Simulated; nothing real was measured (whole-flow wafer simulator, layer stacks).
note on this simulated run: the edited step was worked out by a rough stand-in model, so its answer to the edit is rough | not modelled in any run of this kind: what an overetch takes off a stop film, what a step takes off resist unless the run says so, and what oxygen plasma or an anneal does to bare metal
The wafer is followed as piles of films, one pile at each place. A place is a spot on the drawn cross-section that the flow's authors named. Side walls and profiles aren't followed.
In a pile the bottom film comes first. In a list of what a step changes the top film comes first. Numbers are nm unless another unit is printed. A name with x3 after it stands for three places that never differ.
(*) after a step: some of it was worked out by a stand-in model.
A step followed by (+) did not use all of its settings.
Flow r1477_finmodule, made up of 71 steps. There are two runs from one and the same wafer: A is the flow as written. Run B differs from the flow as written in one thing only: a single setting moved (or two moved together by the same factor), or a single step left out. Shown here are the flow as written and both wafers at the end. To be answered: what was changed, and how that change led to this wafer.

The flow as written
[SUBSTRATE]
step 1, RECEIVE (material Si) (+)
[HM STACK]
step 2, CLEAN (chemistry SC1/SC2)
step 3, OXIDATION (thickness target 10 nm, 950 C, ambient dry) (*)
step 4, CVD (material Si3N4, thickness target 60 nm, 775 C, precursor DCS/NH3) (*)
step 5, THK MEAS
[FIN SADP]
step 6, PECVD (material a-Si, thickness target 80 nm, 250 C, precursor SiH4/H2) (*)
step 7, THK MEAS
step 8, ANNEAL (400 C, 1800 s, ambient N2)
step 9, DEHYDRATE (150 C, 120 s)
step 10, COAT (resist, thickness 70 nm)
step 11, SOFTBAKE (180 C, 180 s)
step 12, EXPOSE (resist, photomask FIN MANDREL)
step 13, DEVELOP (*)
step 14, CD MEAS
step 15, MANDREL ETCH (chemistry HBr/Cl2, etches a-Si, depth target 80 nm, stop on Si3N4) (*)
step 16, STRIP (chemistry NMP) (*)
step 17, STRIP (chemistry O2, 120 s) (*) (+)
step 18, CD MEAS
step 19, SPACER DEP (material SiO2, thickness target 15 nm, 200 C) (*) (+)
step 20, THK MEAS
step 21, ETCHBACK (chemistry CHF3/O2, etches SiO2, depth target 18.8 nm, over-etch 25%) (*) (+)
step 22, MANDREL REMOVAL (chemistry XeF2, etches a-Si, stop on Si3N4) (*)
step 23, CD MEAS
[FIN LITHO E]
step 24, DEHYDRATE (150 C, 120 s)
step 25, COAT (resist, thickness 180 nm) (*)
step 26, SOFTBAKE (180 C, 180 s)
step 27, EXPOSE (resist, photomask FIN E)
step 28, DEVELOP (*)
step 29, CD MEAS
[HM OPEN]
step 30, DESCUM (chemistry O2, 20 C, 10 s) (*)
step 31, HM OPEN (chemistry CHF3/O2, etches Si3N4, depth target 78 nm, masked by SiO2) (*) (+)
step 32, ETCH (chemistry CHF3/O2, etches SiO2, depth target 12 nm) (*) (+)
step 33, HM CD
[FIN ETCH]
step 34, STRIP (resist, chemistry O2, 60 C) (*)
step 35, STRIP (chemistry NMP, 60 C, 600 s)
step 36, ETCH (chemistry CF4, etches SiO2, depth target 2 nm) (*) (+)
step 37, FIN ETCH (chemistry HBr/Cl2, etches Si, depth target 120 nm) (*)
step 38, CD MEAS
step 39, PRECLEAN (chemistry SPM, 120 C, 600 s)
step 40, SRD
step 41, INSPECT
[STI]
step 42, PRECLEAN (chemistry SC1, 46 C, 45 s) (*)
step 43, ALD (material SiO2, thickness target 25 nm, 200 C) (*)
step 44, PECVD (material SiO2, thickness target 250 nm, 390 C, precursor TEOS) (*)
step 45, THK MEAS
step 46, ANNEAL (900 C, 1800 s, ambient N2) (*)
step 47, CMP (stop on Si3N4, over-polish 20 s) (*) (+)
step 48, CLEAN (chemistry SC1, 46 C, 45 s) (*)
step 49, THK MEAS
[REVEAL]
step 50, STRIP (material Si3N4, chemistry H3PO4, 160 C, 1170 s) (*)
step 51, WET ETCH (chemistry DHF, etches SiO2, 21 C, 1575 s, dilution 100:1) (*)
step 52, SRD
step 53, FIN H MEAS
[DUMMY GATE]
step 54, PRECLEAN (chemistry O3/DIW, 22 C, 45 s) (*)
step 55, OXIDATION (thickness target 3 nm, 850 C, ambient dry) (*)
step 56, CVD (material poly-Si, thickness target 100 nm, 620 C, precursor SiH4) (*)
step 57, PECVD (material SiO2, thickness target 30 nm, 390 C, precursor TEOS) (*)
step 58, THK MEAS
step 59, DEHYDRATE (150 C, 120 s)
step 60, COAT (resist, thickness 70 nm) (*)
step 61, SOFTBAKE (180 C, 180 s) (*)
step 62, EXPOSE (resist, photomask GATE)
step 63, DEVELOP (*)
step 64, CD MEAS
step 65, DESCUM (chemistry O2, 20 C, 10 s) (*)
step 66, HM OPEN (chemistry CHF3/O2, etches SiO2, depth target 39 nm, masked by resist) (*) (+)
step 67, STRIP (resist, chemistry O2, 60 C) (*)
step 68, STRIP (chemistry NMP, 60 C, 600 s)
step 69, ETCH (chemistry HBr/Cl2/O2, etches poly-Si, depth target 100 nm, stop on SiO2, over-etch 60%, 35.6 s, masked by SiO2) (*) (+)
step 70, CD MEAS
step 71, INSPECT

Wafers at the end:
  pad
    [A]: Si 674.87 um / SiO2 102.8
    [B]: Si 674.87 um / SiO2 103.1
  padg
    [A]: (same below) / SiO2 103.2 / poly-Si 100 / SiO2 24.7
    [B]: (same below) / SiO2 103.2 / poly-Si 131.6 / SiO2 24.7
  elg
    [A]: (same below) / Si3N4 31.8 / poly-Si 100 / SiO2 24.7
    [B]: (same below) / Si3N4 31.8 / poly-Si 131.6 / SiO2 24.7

The reason: step 56, CVD: thickness target 131.6 nm was run, whereas the flow has thickness target 100 nm.
The wafer lets one read it off: padg has poly-Si 131.6, and step 56 as written asks for 100 nm.

How this came from the change, step by step:
  step 56, CVD (material poly-Si, thickness target 100 nm, 620 C, precursor SiH4) (*)
      pad, padg, elg and 26 more: A +100 poly-Si (new film) | B +131.6 poly-Si (new film)
      s40cg, s40co: A +113.9 poly-Si (new film) | B +146 poly-Si (new film)
      (also at 5 further places)
  step 67, STRIP (resist, chemistry O2, 60 C) (*)
      s50cg: A -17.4 resist (all of it) | B -16.8 resist (all of it)
  step 69, ETCH (chemistry HBr/Cl2/O2, etches poly-Si, depth target 100 nm, stop on SiO2, over-etch 60%, 35.6 s, masked by SiO2) (*) (+)
      elo, e40lo, e100lo, e200lo: A -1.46 chemical SiO2 (all of it), -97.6 poly-Si (all of it), -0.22 Si3N4 | B -1.46 chemical SiO2 (all of it), -129.2 poly-Si (all of it)
      pad, eso, e40so and 8 more: A -1.46 chemical SiO2 (all of it), -97.6 poly-Si (all of it), -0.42 SiO2 | B -1.46 chemical SiO2 (all of it), -129.2 poly-Si (all of it), -0.15 SiO2
      (also at 3 further places)
